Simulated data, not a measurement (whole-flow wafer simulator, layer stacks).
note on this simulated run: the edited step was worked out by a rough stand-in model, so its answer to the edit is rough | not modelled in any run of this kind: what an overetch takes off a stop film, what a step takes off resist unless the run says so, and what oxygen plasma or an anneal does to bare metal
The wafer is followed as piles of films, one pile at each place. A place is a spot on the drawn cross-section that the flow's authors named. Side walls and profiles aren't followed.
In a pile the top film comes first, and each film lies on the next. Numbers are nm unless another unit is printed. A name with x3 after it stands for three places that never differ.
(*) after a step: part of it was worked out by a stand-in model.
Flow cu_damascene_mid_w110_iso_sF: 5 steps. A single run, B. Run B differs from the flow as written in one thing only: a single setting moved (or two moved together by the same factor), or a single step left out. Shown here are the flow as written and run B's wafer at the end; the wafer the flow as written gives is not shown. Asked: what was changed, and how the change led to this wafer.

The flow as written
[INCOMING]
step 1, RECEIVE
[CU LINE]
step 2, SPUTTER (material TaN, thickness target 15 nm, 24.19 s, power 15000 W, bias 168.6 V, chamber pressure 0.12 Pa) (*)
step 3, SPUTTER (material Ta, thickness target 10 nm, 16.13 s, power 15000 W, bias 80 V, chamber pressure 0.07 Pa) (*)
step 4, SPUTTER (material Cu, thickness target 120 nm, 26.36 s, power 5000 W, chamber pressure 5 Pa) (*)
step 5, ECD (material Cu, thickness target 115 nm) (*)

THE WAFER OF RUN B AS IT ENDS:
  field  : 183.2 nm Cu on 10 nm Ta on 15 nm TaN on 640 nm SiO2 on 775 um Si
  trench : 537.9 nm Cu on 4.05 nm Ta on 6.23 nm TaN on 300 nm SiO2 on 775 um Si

What caused this: step 5, ECD: thickness target 63.2 nm was run, while the flow as written has thickness target 115 nm.

The path from the change to this, step by step:
  step 5, ECD (material Cu, thickness target 115 nm) (*)
      field: Cu gains 63.2 (as written it would have been: Cu gains 115)
      trench: Cu gains 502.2 (as written it would have been: Cu gains 554)
